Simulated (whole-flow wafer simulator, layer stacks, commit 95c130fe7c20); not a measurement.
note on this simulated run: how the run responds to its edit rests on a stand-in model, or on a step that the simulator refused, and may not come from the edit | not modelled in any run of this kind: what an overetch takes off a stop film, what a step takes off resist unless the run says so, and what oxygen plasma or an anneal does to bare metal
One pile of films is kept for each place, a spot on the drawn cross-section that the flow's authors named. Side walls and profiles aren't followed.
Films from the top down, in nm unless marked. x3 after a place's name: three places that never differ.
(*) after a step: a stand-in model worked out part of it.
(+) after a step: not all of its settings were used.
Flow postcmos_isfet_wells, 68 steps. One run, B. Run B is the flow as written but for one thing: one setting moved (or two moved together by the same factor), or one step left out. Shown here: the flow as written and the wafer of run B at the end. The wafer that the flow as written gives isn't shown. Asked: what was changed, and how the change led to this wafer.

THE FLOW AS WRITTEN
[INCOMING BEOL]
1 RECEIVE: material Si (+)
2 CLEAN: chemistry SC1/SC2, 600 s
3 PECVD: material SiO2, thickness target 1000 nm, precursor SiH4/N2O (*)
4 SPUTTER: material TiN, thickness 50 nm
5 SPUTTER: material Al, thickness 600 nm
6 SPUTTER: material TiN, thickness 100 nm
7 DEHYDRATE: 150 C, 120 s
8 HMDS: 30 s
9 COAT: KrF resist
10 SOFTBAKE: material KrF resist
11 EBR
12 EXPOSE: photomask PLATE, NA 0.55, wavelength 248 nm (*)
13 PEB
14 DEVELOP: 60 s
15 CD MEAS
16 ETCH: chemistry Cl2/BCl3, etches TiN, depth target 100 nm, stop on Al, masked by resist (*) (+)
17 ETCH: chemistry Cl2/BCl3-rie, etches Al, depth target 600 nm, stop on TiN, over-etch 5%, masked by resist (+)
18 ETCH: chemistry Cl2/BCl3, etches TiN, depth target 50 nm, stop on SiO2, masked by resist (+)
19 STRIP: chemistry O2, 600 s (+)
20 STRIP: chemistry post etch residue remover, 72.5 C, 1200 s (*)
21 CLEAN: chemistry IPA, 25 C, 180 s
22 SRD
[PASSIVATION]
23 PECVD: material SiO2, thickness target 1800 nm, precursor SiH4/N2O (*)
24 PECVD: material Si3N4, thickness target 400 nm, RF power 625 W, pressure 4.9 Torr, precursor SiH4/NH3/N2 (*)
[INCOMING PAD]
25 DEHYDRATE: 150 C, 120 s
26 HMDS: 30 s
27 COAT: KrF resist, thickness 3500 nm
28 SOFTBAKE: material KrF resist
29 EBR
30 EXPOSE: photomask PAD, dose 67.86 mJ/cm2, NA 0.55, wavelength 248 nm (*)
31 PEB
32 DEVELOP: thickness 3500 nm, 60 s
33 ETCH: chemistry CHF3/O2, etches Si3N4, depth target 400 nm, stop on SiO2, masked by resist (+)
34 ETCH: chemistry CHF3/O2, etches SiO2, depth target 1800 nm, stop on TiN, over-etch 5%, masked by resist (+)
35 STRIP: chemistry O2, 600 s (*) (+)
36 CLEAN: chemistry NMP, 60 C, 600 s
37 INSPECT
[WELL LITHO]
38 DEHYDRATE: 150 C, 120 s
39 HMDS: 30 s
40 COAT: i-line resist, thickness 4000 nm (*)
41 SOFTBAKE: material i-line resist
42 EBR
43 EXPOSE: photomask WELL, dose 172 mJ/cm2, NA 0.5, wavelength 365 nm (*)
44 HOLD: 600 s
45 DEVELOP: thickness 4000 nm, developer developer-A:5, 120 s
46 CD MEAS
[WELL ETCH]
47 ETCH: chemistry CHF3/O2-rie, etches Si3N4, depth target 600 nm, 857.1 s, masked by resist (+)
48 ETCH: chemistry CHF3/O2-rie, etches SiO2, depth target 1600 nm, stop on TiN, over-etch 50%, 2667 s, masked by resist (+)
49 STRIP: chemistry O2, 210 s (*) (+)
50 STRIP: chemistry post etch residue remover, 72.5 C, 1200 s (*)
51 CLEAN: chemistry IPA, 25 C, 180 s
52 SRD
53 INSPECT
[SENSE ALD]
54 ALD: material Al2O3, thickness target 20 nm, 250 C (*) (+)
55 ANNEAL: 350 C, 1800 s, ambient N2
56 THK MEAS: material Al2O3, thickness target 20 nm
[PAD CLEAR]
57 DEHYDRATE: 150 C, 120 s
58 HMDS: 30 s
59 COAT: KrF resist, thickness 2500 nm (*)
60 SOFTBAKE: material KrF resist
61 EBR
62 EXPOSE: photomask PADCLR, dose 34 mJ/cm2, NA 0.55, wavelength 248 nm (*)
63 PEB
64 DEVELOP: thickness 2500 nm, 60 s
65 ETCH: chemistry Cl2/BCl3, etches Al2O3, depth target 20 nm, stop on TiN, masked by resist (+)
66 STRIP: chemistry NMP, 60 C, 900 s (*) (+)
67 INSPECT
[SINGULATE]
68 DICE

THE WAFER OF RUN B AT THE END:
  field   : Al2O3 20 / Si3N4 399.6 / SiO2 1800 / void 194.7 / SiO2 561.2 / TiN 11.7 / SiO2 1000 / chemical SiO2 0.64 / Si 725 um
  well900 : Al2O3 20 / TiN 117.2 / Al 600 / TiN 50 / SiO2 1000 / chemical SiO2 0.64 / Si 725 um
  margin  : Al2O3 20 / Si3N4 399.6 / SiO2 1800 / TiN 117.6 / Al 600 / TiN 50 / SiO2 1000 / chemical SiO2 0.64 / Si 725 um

The cause: step 6, SPUTTER: thickness 118 nm was run, where the flow has thickness 100 nm.

How the change led to this, step by step:
  6 SPUTTER: material TiN, thickness 100 nm
      field, margin, well900, well1300 x3, pad_rim, pad_clr, pad_open: TiN +118 (new film) (as written it would be: TiN +100 (new film))
  16 ETCH: chemistry Cl2/BCl3, etches TiN, depth target 100 nm, stop on Al, masked by resist (*) (+)
      field: TiN -100 (as written it would be: TiN -100 (all of it))
  17 ETCH: chemistry Cl2/BCl3-rie, etches Al, depth target 600 nm, stop on TiN, over-etch 5%, masked by resist (+)
      field: TiN -18 (all of it), Al -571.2 (as written it would be: Al -600 (all of it))
  18 ETCH: chemistry Cl2/BCl3, etches TiN, depth target 50 nm, stop on SiO2, masked by resist (+)
      field: Al -28.8 (all of it), TiN -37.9 (as written it would be: TiN -50 (all of it))
  23 PECVD: material SiO2, thickness target 1800 nm, precursor SiH4/N2O (*)
      field: SiO2 +1800 (new film), void +194.7 (new film), SiO2 +561.2 (new film) (as written it would be: SiO2 +1800 (new film), void +189.9 (new film), SiO2 +559.7)
Counting metal films that touch as one body, field has 1 body; the flow as written gives 0 bodies.
